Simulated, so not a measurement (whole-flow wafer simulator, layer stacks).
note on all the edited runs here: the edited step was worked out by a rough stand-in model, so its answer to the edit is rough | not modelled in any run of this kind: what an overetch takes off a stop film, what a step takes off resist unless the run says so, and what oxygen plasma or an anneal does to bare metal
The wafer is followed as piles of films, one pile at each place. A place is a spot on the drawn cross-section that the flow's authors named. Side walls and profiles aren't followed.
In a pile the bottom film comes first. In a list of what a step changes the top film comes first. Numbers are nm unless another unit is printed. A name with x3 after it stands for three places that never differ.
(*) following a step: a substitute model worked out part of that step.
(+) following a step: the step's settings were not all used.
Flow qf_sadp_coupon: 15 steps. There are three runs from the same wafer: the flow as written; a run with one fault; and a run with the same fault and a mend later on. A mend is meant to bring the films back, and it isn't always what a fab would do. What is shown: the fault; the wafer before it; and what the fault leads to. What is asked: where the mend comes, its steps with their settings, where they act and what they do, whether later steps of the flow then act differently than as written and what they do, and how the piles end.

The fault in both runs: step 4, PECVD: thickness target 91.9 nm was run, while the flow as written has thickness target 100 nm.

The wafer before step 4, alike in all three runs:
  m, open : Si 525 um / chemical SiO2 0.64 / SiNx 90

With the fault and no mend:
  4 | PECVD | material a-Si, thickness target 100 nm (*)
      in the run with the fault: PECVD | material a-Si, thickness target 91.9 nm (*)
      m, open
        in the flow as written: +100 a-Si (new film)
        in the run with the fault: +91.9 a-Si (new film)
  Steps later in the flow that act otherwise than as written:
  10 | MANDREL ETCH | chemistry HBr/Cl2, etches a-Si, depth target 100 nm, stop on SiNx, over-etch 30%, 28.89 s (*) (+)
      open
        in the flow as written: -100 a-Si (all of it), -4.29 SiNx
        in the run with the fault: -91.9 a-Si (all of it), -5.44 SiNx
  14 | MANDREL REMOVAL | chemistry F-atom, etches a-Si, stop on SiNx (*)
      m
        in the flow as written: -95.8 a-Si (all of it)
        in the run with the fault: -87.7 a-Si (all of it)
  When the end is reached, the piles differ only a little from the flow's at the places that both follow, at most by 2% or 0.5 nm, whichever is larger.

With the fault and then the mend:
  The mend follows step 4.
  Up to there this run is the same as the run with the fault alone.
  4a | ETCH | chemistry tmah, depth target 105.7 nm
      m, open
        -91.9 a-Si (all of it)
  4b | PECVD | material a-Si, thickness target 100 nm (*) (the flow's step 4, run once more)
      m, open
        +100 a-Si (new film)
  Every later step of the flow that is run acts as written at every place that is followed.
  The piles end the same as the flow's at every place that both follow.
